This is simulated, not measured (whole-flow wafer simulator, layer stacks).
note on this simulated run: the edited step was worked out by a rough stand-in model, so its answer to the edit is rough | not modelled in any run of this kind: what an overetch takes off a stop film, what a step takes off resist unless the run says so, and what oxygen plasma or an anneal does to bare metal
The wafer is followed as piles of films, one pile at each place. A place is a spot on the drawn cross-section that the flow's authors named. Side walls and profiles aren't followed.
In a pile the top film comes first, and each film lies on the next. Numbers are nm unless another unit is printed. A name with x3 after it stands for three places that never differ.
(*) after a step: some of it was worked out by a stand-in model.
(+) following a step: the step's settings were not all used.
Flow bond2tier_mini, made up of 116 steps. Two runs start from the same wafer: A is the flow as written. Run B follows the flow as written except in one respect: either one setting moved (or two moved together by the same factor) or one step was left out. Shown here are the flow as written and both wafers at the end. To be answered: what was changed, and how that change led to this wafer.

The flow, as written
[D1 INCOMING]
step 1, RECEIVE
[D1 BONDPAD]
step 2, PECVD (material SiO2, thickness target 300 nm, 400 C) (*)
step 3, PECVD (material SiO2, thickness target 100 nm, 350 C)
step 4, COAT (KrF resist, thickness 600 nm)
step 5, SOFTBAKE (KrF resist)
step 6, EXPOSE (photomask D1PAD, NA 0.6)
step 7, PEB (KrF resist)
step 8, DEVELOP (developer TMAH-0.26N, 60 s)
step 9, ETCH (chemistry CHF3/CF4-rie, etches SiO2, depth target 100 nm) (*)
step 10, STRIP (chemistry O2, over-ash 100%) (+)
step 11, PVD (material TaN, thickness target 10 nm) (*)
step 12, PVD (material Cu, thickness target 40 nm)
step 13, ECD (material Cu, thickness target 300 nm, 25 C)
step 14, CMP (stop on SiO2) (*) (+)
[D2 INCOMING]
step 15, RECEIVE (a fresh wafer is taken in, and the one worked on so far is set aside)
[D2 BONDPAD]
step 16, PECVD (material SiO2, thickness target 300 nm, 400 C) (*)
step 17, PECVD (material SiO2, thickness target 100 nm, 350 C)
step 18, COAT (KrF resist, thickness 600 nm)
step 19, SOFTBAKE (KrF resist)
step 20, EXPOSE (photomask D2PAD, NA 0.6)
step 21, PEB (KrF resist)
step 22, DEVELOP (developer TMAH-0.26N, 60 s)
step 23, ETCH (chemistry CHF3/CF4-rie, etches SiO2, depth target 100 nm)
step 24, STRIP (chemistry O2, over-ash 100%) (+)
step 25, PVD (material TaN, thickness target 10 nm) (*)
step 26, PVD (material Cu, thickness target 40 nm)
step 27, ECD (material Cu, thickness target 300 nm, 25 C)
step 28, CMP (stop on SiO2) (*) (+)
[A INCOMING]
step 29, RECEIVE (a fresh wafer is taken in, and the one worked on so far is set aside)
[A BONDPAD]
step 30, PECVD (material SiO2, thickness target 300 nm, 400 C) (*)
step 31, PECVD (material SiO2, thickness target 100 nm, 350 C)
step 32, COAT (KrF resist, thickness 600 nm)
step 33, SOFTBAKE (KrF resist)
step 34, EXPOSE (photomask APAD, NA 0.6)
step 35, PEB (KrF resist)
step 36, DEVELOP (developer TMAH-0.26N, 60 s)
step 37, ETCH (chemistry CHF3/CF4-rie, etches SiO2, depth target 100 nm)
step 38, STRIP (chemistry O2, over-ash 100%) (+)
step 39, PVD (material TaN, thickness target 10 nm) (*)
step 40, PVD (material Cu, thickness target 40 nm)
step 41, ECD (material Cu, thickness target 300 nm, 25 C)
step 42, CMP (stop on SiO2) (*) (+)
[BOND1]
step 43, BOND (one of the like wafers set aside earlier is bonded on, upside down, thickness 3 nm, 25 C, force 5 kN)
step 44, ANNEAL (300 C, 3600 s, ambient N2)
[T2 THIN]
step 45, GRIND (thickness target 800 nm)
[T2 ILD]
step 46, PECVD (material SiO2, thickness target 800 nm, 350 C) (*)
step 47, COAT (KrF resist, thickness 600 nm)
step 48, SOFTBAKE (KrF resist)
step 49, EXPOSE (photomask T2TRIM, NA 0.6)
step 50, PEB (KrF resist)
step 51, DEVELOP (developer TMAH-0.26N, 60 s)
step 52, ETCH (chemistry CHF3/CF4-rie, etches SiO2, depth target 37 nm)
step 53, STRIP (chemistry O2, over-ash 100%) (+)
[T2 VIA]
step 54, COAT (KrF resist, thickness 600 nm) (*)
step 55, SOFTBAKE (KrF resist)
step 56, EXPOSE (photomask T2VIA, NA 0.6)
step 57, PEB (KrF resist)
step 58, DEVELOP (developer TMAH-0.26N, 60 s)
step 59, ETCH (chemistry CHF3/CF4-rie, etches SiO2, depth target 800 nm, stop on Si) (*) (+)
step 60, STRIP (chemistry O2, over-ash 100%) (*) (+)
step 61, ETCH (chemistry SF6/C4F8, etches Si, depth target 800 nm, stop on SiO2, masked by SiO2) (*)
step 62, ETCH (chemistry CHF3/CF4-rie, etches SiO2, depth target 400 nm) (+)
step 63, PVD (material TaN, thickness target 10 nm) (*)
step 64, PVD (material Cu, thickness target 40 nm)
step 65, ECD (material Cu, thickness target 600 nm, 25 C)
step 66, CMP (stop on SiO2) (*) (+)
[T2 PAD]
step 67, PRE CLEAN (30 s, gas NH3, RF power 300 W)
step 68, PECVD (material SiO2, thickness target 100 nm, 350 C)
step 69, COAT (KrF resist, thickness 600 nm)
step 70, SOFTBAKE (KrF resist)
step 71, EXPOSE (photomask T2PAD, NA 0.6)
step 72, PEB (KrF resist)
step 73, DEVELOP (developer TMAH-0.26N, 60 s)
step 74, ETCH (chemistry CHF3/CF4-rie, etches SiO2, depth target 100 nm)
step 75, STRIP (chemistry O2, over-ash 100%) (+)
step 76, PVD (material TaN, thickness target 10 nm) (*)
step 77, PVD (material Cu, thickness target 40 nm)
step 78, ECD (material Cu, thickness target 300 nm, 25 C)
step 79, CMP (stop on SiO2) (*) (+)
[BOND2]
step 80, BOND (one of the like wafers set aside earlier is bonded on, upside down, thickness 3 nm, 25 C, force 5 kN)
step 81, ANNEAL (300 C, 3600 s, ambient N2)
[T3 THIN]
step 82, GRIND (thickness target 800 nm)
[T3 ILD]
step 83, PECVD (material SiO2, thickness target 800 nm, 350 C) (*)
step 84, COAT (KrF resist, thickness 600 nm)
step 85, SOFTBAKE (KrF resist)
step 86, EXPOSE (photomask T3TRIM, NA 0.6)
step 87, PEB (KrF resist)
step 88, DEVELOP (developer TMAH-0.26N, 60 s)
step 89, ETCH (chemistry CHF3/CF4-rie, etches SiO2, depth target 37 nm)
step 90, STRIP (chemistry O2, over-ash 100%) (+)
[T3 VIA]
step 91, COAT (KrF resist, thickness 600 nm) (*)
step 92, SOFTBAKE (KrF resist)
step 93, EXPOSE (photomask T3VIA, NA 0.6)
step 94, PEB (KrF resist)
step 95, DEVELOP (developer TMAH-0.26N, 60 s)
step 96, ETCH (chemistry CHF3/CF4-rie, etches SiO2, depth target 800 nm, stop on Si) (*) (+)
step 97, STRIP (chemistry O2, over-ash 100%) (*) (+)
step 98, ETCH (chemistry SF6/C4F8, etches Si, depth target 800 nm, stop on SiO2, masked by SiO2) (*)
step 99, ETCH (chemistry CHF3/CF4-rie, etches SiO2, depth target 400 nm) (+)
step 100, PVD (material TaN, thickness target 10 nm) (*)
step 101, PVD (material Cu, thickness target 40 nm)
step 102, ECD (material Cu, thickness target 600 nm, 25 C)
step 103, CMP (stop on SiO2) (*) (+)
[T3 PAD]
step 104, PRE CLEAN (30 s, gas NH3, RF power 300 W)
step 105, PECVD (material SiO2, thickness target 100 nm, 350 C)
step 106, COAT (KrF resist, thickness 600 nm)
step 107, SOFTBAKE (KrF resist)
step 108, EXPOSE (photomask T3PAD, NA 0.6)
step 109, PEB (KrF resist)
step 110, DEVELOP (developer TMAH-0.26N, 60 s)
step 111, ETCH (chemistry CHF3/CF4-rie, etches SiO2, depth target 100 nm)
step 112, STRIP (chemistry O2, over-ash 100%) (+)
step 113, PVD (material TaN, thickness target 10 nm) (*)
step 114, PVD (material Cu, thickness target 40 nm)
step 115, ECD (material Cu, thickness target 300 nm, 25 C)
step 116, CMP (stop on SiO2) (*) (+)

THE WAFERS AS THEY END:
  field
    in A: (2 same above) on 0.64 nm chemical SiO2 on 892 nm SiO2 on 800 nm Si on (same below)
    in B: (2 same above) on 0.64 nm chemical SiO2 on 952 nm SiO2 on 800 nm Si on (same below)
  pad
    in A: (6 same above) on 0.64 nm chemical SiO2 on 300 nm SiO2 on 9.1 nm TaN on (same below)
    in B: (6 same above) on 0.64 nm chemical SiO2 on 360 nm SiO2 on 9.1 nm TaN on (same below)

Cause: step 16, PECVD: thickness target 360 nm was run, though the flow has thickness target 300 nm.
The wafer itself shows it: pad has SiO2 360, and step 16 as written asks for 300 nm.

Step by step, how the change led to this:
  step 16, PECVD (material SiO2, thickness target 300 nm, 400 C) (*)
      field, pad, via: A +300 SiO2 (new film) | B +360 SiO2 (new film)
  step 80, BOND (one of the like wafers set aside earlier is bonded on, upside down, thickness 3 nm, 25 C, force 5 kN)
      field: A +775 um Si (new film), +0.64 chemical SiO2 (new film), +400 SiO2 | B +775 um Si (new film), +0.64 chemical SiO2 (new film), +460 SiO2
      pad: A +775 um Si (new film), +0.64 chemical SiO2 (new film), +300 SiO2 (new film), +9.1 TaN (new film), +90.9 Cu | B +775 um Si (new film), +0.64 chemical SiO2 (new film), +360 SiO2 (new film), +9.1 TaN (new film), +90.9 Cu
